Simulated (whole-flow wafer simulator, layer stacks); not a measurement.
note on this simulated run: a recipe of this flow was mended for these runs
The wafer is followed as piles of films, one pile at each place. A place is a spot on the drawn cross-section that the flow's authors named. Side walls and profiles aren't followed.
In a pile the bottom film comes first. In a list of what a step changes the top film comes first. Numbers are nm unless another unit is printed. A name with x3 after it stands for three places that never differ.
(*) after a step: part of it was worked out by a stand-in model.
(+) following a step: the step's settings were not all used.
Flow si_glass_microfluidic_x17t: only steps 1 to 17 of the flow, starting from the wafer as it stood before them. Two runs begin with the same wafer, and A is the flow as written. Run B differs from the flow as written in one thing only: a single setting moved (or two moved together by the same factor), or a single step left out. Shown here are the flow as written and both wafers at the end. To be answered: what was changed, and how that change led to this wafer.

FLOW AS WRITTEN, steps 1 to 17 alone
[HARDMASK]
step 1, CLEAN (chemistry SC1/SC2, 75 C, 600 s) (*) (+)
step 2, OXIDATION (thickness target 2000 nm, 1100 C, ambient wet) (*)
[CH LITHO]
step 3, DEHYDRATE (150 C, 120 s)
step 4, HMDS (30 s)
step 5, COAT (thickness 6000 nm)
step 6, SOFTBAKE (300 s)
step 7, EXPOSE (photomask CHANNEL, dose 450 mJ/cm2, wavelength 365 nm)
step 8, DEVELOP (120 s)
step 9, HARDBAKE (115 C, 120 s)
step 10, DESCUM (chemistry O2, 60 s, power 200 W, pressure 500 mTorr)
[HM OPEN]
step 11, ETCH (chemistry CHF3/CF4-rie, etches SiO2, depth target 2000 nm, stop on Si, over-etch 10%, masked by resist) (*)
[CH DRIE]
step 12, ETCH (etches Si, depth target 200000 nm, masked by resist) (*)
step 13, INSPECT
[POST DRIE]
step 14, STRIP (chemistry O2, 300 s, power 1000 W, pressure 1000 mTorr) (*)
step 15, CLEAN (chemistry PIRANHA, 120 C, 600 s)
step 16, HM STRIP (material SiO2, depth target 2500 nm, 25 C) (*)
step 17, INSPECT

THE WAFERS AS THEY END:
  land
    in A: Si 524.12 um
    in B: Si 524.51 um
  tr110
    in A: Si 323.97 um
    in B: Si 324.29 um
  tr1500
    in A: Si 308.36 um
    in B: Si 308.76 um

What caused this: step 2, OXIDATION: thickness target 1100 nm was run, though the flow has thickness target 2000 nm.

How this came from the change, step by step:
  step 2, OXIDATION (thickness target 2000 nm, 1100 C, ambient wet) (*)
      land, tr110, tr1500, tr15: A +2000 SiO2 (new film), -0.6 chemical SiO2 (all of it), -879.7 Si | B +1100 SiO2 (new film), -0.6 chemical SiO2 (all of it), -483.7 Si
  step 11, ETCH (chemistry CHF3/CF4-rie, etches SiO2, depth target 2000 nm, stop on Si, over-etch 10%, masked by resist) (*)
      tr110, tr1500, tr15: A -2000 SiO2 (all of it), -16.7 Si | B -1100 SiO2 (all of it), -91.7 Si
      land: A -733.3 thick-i-line-resist | B -403.3 thick-i-line-resist
  step 12, ETCH (etches Si, depth target 200000 nm, masked by resist) (*)
      tr1500: A -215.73 um Si | B -215.66 um Si
      tr15: A -149.99 um Si | B -150.17 um Si
  step 14, STRIP (chemistry O2, 300 s, power 1000 W, pressure 1000 mTorr) (*)
      land: A -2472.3 thick-i-line-resist (all of it) | B -2803.2 thick-i-line-resist (all of it)
  step 16, HM STRIP (material SiO2, depth target 2500 nm, 25 C) (*)
      land: A -2000 SiO2 (all of it) | B -1100 SiO2 (all of it)
